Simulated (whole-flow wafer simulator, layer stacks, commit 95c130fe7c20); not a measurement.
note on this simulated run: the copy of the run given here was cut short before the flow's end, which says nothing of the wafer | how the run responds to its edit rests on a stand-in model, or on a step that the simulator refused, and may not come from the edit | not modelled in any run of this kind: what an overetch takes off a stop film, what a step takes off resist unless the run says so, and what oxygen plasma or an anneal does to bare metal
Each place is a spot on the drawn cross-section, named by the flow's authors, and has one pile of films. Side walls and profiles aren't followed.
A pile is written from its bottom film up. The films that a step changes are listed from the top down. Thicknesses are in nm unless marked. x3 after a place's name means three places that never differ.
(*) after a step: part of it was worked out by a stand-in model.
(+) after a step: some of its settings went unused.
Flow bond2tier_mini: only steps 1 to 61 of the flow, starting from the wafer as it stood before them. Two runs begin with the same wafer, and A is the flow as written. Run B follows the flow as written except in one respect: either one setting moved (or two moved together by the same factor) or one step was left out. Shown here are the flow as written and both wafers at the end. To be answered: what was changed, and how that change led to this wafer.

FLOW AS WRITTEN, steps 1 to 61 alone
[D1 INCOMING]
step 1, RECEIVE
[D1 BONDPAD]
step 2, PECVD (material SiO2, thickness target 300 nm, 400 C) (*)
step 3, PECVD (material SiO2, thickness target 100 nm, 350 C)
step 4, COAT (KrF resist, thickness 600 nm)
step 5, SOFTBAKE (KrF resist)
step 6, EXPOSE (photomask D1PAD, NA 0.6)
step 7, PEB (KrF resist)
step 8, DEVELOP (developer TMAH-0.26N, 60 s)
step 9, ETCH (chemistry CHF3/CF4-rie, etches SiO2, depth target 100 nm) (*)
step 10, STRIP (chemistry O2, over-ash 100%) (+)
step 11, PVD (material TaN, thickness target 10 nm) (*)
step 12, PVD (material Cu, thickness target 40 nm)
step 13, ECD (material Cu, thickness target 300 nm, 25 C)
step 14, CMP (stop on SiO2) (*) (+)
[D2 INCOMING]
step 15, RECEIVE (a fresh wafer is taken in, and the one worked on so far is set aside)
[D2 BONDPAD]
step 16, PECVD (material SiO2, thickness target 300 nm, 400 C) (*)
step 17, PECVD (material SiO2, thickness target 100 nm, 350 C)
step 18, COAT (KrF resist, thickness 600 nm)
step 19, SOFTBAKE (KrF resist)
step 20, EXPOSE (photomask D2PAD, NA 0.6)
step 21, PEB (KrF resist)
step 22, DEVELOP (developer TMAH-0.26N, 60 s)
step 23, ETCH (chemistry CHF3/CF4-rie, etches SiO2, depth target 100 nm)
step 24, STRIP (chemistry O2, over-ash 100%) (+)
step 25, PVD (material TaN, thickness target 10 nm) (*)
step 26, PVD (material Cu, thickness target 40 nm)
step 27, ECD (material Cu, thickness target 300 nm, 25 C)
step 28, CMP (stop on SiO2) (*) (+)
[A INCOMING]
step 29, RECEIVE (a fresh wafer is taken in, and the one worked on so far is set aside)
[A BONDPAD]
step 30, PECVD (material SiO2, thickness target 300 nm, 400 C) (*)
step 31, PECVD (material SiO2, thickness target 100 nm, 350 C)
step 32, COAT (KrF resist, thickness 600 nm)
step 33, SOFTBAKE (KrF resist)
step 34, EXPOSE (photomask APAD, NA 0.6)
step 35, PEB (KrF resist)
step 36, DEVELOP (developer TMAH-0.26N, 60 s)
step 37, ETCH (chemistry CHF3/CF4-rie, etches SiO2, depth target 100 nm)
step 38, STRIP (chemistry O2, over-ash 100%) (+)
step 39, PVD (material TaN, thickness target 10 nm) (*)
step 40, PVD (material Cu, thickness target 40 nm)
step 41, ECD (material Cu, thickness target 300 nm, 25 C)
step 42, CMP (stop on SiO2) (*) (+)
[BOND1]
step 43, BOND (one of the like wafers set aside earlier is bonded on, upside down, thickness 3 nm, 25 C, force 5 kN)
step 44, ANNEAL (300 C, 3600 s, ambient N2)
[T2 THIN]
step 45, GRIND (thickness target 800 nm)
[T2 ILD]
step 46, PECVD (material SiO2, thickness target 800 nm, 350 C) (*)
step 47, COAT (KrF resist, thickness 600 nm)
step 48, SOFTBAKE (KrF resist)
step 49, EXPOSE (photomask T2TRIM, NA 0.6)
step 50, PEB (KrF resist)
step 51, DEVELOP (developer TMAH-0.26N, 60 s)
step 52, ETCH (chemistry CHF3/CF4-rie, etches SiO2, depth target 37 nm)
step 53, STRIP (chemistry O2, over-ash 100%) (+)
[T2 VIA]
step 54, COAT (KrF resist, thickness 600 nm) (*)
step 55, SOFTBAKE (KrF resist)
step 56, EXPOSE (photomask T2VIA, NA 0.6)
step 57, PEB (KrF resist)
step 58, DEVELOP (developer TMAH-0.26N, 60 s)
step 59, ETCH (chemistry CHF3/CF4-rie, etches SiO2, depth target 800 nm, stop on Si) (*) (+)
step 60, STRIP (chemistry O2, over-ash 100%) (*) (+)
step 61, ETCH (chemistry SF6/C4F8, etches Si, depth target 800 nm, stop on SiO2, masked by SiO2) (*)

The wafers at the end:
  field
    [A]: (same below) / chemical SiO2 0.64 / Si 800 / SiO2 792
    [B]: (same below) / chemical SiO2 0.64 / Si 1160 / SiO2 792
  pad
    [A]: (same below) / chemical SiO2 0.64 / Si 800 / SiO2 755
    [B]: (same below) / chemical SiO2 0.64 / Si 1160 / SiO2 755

The reason: step 45, GRIND: thickness target 1160 nm was run, though the flow has thickness target 800 nm.
The wafer itself shows it: field has Si 1160, and step 45 as written asks for 800 nm.

How this came from the change, step by step:
  step 45, GRIND (thickness target 800 nm)
      field, pad, via: A Si loses 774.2 um | B Si loses 773.84 um
